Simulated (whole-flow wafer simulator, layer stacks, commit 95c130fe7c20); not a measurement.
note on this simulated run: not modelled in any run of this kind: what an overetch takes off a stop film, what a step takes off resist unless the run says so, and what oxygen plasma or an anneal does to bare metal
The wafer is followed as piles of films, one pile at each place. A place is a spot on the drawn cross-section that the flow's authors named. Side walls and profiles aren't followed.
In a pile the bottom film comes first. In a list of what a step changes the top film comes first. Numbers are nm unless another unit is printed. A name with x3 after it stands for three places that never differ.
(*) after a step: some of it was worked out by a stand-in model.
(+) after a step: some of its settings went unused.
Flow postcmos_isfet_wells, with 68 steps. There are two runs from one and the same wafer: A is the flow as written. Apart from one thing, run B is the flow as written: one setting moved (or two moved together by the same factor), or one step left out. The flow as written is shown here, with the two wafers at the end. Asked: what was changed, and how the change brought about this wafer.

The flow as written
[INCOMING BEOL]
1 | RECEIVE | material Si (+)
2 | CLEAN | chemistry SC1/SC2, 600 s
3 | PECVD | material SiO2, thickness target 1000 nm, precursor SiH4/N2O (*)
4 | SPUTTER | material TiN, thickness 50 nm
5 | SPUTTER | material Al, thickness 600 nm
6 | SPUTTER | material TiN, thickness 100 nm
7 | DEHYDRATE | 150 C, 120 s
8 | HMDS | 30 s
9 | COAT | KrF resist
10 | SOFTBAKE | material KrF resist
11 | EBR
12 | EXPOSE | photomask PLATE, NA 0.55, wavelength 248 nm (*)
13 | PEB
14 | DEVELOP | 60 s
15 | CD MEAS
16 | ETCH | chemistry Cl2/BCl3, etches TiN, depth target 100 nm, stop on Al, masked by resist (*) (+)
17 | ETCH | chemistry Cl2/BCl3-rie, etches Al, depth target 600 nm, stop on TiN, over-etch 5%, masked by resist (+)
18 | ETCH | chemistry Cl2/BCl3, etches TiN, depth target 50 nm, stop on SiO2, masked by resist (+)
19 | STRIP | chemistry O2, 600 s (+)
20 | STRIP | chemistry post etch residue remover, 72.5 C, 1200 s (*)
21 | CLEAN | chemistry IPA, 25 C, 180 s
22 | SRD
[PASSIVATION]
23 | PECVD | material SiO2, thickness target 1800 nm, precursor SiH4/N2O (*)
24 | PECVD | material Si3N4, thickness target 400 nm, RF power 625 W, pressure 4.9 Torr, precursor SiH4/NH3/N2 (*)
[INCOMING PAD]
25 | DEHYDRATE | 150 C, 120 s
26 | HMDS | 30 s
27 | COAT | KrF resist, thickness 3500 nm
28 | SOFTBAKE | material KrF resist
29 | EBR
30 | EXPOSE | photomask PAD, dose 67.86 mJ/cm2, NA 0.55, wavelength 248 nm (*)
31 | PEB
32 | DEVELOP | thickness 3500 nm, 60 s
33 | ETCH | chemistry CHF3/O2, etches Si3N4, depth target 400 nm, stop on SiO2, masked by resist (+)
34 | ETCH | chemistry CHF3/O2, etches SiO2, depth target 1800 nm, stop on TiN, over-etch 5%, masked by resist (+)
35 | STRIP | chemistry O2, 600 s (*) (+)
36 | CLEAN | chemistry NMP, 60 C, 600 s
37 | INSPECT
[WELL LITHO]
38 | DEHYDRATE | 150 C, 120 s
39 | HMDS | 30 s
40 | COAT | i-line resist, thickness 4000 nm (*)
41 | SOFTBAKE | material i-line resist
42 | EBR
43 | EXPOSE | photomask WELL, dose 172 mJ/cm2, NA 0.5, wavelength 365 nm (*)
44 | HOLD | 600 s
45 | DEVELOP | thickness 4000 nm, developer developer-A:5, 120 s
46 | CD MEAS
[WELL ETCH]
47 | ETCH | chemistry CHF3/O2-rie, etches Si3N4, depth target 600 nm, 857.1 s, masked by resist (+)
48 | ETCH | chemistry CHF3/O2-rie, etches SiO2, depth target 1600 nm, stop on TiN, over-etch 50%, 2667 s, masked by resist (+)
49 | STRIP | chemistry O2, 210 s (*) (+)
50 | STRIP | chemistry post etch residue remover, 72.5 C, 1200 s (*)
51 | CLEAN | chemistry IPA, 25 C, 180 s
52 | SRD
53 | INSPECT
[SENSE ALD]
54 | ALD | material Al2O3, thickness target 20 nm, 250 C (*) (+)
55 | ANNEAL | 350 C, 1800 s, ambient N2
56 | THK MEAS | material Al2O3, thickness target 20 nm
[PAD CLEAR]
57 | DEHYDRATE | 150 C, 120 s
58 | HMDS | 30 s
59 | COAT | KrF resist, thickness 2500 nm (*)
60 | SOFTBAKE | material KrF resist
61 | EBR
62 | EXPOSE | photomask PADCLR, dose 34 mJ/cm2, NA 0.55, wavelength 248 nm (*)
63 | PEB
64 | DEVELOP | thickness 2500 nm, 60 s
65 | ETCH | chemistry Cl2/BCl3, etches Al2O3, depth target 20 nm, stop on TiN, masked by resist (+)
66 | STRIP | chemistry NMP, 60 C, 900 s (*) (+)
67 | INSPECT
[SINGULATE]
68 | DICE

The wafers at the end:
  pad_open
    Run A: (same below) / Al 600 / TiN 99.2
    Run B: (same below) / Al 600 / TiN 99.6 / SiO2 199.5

What caused this: step 33, ETCH: depth target 210 nm was run, though the flow has depth target 400 nm.

How this came from the change, step by step:
  33 | ETCH | chemistry CHF3/O2, etches Si3N4, depth target 400 nm, stop on SiO2, masked by resist (+)
      pad_open: A Si3N4 loses 400 (all of it) | B Si3N4 loses 210
      field, margin, well900, well1300 x3, pad_rim, pad_clr: A KrF resist loses 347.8 | B KrF resist loses 182.6
  34 | ETCH | chemistry CHF3/O2, etches SiO2, depth target 1800 nm, stop on TiN, over-etch 5%, masked by resist (+)
      pad_open: A SiO2 loses 1800 (all of it) | B Si3N4 loses 190 (all of it), SiO2 loses 1600.5
  35 | STRIP | chemistry O2, 600 s (*) (+)
      field, margin, well900, well1300 x3, pad_rim, pad_clr: A KrF resist loses 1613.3 (all of it) | B KrF resist loses 1778.5 (all of it)
  41 | SOFTBAKE | material i-line resist
      pad_clr: A i-line resist loses 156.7 | B i-line resist loses 136.9
      pad_open: A i-line resist gains 115.3 | B i-line resist gains 106.4
  49 | STRIP | chemistry O2, 210 s (*) (+)
      pad_clr: A i-line resist loses 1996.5 (all of it) | B i-line resist loses 2078.6 (all of it)
      pad_open: A i-line resist loses 3816.3 (all of it) | B i-line resist loses 3735.9 (all of it)
  59 | COAT | KrF resist, thickness 2500 nm (*)
      pad_rim: A KrF resist gains 1976.4 (new film) | B KrF resist gains 2021.8 (new film)
      pad_clr: A KrF resist gains 1691.6 (new film) | B KrF resist gains 1758.7 (new film)
  64 | DEVELOP | thickness 2500 nm, 60 s
      pad_clr: A KrF resist loses 1676 (all of it) | B KrF resist loses 1742.9 (all of it)
  66 | STRIP | chemistry NMP, 60 C, 900 s (*) (+)
      pad_rim: A KrF resist loses 1923.7 (all of it) | B KrF resist loses 1968.7 (all of it)
